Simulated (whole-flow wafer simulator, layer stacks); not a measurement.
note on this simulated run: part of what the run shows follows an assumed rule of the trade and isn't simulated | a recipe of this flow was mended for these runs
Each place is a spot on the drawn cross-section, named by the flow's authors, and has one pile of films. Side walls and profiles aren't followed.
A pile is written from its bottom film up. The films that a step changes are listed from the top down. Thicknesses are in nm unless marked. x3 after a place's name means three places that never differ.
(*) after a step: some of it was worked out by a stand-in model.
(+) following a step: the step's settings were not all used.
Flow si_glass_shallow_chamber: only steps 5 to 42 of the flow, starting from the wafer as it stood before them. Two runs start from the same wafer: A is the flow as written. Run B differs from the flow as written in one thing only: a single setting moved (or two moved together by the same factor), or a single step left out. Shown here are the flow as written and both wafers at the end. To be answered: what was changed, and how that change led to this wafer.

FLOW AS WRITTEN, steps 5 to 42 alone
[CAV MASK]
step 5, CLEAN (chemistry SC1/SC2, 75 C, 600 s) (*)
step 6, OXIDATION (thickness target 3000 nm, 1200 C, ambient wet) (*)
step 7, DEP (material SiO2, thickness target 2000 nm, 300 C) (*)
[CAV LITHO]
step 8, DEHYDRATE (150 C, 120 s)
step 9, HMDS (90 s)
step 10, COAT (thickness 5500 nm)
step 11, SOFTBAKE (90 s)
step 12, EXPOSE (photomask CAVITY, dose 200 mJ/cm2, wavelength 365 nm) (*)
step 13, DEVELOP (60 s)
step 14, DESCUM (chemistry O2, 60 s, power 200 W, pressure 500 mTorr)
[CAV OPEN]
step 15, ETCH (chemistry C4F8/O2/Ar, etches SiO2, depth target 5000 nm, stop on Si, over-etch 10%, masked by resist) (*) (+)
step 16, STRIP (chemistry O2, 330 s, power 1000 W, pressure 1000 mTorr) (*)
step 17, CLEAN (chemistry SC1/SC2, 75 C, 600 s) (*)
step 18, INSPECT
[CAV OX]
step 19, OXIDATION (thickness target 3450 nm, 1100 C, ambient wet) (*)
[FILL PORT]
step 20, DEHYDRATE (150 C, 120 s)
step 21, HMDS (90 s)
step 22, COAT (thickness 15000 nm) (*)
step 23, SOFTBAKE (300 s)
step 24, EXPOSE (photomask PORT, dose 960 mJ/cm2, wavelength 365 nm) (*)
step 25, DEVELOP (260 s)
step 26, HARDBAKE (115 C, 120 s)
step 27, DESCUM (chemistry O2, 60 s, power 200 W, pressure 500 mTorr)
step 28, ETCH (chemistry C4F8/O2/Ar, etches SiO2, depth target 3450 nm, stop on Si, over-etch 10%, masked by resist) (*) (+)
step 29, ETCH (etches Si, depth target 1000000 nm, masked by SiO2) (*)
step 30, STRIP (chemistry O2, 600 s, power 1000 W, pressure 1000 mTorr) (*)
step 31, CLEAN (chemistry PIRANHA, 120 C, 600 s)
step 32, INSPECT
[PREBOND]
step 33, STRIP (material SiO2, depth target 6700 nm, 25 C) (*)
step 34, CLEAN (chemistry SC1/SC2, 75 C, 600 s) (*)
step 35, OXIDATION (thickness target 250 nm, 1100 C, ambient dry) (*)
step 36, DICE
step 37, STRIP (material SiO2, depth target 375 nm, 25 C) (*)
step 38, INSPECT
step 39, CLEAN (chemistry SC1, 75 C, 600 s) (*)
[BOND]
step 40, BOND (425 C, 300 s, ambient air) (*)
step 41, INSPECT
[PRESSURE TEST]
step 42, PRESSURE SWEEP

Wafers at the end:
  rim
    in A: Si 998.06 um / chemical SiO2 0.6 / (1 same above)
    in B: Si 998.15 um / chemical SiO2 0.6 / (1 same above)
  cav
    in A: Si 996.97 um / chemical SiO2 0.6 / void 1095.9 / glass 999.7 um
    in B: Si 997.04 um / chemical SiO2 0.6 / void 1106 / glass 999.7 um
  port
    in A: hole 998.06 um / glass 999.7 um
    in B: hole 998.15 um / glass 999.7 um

What caused this: step 6, OXIDATION: 1165 C was run, though the flow has 1200 C.

How this came from the change, step by step:
  step 6, OXIDATION (thickness target 3000 nm, 1200 C, ambient wet) (*)
      rim, ramp, cav, port, septum, ring: A +3000 SiO2 (new film), -0.6 chemical SiO2 (all of it), -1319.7 Si | B +2768.8 SiO2 (new film), -0.6 chemical SiO2 (all of it), -1218 Si
  step 15, ETCH (chemistry C4F8/O2/Ar, etches SiO2, depth target 5000 nm, stop on Si, over-etch 10%, masked by resist) (*) (+)
      rim, ramp, septum, ring: A -1100 thick-i-line-resist | B -1049.1 thick-i-line-resist
      cav, port: A -5000 SiO2 (all of it), -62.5 Si | B -4768.8 SiO2 (all of it), -91.4 Si
  step 19, OXIDATION (thickness target 3450 nm, 1100 C, ambient wet) (*)
      rim, ramp, septum, ring: A +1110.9 SiO2, -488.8 Si | B +1153.8 SiO2, -507.7 Si
  step 22, COAT (thickness 15000 nm) (*)
      rim: A +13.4 um thick-i-line-resist (new film) | B +13.48 um thick-i-line-resist (new film)
      ramp: A +12.89 um thick-i-line-resist (new film) | B +12.99 um thick-i-line-resist (new film)
      (and at 3 other places as well)
  step 23, SOFTBAKE (300 s)
      rim: A -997 thick-i-line-resist | B -946.9 thick-i-line-resist
      ramp: A -487.1 thick-i-line-resist | B -460.7 thick-i-line-resist
      (and at 4 other places as well)
  step 25, DEVELOP (260 s)
      port: A -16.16 um thick-i-line-resist (all of it) | B -16.1 um thick-i-line-resist (all of it)
  step 29, ETCH (etches Si, depth target 1000000 nm, masked by SiO2) (*)
      rim, ramp: A -11.47 um thick-i-line-resist (all of it), -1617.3 SiO2 | B -11.6 um thick-i-line-resist (all of it), -1552.3 SiO2
      port: A +997.05 um hole (new film), -997.05 um Si (all of it) | B +997.12 um hole (new film), -997.12 um Si (all of it)
      (and at 2 other places as well)
  step 30, STRIP (chemistry O2, 600 s, power 1000 W, pressure 1000 mTorr) (*)
      cav: A -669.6 thick-i-line-resist (all of it) | B -615.4 thick-i-line-resist (all of it)
  step 33, STRIP (material SiO2, depth target 6700 nm, 25 C) (*)
      rim, ramp: A -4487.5 SiO2 (all of it) | B -4364.3 SiO2 (all of it)
      septum: A -5732.1 SiO2 (all of it) | B -5549.5 SiO2 (all of it)
      (and at 1 other place as well)
